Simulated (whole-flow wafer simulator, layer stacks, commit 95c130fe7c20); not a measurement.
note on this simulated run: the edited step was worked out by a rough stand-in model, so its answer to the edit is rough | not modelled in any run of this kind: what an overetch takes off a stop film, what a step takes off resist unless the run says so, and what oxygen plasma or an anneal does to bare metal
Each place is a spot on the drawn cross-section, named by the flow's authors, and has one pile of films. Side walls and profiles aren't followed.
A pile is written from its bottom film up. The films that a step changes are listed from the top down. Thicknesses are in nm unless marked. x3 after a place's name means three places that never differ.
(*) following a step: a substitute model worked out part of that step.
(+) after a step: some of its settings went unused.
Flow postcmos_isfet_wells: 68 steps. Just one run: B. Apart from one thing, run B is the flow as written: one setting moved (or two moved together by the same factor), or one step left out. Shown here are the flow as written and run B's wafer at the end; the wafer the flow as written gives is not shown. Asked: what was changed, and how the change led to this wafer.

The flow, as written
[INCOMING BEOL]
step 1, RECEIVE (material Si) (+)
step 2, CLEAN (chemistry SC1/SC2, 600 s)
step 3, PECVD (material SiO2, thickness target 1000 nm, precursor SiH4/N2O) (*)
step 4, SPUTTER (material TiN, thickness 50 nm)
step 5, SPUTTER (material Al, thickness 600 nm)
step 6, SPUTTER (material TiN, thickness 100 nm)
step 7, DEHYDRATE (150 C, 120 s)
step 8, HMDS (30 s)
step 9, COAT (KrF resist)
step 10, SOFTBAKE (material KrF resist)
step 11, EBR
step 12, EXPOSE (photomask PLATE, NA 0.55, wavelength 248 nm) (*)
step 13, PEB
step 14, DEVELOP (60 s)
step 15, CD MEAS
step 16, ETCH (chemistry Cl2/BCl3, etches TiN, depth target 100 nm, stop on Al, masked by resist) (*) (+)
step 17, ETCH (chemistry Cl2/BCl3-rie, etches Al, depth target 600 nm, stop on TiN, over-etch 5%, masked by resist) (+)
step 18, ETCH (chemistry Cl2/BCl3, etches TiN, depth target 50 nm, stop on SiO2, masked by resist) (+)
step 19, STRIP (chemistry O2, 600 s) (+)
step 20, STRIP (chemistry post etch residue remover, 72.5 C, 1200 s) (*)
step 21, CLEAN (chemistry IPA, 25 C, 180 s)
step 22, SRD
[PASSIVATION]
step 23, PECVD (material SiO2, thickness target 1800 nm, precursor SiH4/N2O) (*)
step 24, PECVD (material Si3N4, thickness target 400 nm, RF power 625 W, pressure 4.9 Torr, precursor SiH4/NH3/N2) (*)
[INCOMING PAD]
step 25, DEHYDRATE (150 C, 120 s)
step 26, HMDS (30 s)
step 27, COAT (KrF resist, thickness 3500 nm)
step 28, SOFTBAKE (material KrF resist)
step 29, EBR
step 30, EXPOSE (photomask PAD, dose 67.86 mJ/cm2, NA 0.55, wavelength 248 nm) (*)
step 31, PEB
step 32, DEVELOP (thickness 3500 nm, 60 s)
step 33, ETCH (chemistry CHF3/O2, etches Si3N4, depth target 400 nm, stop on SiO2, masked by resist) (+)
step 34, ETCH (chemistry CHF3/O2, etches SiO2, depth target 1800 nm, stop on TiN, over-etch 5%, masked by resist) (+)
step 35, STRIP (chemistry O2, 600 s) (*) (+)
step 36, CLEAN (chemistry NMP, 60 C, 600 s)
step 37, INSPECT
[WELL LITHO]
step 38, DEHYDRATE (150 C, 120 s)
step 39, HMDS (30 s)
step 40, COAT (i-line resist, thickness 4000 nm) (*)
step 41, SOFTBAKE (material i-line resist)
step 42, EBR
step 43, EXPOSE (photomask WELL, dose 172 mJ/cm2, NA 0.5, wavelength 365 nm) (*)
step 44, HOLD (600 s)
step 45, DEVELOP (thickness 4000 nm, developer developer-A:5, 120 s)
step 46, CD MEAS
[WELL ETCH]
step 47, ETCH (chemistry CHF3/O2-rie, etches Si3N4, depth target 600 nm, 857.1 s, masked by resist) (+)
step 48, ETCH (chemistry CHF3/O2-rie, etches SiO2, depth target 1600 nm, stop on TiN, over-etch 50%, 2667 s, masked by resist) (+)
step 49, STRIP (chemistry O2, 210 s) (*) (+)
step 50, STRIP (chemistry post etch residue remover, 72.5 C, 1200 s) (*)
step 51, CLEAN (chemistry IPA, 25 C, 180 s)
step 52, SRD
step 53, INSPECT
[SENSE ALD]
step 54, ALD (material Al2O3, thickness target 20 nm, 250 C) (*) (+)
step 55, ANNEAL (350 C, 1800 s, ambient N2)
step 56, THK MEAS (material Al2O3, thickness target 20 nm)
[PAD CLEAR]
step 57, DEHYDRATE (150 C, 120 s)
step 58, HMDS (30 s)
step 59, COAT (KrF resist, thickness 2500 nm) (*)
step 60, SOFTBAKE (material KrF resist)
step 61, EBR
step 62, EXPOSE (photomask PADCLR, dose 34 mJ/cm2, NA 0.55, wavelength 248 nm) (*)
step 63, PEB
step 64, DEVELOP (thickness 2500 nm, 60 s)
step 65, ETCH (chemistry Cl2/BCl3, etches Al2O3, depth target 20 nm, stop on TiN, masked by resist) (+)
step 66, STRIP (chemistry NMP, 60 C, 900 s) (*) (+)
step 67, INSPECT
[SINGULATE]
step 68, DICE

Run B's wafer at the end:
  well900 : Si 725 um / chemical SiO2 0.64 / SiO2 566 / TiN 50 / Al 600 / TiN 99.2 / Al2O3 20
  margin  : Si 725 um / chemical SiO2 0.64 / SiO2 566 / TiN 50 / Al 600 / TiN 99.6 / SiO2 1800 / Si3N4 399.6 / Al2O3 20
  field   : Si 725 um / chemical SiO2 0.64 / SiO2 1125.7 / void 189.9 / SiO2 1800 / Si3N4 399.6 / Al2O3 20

What caused this: step 3, PECVD: thickness target 566 nm was run, whereas the flow has thickness target 1000 nm.
The wafer lets one read it off: well900 has SiO2 566, and step 3 as written asks for 1000 nm.

How this came from the change, step by step:
  step 3, PECVD (material SiO2, thickness target 1000 nm, precursor SiH4/N2O) (*)
      field, margin, well900, well1300 x3, pad_rim, pad_clr, pad_open: SiO2 gains 566 (new film) (as written it would have been: SiO2 gains 1000 (new film))
